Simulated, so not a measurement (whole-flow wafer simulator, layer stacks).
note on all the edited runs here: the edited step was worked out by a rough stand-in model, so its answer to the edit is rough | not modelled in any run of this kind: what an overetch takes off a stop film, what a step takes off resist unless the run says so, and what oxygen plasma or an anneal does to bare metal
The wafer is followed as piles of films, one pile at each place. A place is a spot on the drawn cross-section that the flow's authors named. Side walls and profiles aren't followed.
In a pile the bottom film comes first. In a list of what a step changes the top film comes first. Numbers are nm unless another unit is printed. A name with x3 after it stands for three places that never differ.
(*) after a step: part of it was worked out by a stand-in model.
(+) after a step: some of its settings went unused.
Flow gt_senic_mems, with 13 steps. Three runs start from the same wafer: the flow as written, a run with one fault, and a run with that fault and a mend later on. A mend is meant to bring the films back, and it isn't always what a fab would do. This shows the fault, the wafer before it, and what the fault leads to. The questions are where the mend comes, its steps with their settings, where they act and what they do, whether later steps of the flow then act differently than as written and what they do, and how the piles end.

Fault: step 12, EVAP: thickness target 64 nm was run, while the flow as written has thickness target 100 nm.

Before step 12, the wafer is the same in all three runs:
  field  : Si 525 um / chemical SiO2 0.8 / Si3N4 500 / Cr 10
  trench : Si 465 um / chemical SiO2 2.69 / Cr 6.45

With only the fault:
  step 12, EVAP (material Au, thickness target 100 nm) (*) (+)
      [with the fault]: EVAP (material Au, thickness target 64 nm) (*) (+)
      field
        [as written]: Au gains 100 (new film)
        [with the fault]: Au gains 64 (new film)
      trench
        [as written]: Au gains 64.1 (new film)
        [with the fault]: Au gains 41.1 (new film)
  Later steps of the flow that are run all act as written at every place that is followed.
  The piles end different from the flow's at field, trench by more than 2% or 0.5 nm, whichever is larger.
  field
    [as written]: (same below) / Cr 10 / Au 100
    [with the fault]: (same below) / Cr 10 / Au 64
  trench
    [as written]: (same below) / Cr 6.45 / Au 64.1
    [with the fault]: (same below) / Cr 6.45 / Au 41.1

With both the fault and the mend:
  After step 13 comes the mend.
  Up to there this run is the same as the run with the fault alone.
  step 13a, EVAP (material Au, thickness target 36 nm) (*) (+) (the flow's step 12, run once more with other settings)
      field
        Au gains 36
      trench
        Au gains 23.2
  Later steps of the flow that are run all act as written at every place that is followed.
  The piles end only slightly different from the flow's at the places that both follow, by no more than 2% or 0.5 nm, whichever is larger.
